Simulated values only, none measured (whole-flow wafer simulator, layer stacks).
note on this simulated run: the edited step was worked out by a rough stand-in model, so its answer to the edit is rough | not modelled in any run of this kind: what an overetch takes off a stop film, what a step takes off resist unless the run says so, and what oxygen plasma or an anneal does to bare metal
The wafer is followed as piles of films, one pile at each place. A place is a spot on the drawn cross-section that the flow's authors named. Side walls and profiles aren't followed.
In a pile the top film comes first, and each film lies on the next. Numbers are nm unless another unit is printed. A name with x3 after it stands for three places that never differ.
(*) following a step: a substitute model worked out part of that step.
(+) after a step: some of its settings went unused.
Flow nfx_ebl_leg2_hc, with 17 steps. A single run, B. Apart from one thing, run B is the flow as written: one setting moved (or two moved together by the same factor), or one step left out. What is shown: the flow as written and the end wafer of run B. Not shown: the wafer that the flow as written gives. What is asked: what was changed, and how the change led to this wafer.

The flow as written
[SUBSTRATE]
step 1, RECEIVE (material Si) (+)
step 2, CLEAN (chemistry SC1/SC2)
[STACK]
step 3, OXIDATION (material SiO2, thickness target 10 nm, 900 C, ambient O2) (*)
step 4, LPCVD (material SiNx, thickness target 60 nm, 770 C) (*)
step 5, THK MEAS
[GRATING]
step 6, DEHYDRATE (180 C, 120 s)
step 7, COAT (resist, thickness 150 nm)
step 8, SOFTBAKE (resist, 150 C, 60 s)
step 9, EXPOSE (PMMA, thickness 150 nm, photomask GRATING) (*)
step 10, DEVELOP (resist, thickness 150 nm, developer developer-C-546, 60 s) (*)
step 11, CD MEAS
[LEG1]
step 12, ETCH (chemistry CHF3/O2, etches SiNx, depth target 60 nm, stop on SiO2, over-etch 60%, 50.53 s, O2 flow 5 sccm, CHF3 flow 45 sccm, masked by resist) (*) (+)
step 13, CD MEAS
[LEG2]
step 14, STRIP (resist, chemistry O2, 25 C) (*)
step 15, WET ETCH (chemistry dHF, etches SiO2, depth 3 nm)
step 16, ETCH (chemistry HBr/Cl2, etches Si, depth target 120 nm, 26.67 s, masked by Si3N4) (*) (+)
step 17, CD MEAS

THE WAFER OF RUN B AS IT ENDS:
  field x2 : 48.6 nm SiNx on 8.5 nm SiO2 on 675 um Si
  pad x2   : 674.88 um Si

The reason: step 3, OXIDATION: thickness target 8.5 nm was run, while the flow as written has thickness target 10 nm.
One can read it off the wafer: field x2 has SiO2 8.5, and step 3 as written asks for 10 nm.

The path from the change to this, step by step:
  step 3, OXIDATION (material SiO2, thickness target 10 nm, 900 C, ambient O2) (*)
      field x2, pad x2: SiO2 gains 8.5 (new film), chemical SiO2 loses 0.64 (all of it), Si loses 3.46 (it would be, as written: SiO2 gains 10 (new film), chemical SiO2 loses 0.64 (all of it), Si loses 4.12)
  step 12, ETCH (chemistry CHF3/O2, etches SiNx, depth target 60 nm, stop on SiO2, over-etch 60%, 50.53 s, O2 flow 5 sccm, CHF3 flow 45 sccm, masked by resist) (*) (+)
      pad x2: SiNx loses 60 (all of it), SiO2 loses 8.5 (all of it) (it would be, as written: SiNx loses 60 (all of it), SiO2 loses 10 (all of it))
